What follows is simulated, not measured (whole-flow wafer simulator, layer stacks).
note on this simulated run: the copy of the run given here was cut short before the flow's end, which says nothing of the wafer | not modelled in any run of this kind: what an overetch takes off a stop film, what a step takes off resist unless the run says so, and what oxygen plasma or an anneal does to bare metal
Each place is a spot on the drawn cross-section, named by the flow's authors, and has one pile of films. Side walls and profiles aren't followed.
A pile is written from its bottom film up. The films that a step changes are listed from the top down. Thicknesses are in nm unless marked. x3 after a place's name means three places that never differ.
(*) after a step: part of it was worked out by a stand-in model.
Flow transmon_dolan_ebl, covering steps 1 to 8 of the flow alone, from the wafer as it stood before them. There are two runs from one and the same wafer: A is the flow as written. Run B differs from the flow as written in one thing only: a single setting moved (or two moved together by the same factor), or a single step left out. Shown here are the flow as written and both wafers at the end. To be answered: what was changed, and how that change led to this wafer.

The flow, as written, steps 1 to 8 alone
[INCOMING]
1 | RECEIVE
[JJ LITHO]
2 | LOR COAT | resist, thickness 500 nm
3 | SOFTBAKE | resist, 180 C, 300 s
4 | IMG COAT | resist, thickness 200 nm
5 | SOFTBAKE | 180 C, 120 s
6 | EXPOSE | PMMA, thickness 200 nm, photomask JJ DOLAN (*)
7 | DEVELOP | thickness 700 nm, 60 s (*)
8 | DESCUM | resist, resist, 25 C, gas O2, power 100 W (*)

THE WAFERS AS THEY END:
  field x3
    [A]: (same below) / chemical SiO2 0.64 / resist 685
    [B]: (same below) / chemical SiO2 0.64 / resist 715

Cause: step 4, IMG COAT: thickness 230 nm was run, whereas the flow has thickness 200 nm.

How this came from the change, step by step:
  4 | IMG COAT | resist, thickness 200 nm
      field x3, jj_line: A resist gains 200 | B resist gains 230
  7 | DEVELOP | thickness 700 nm, 60 s (*)
      jj_line: A resist loses 700 (all of it) | B resist loses 730 (all of it)
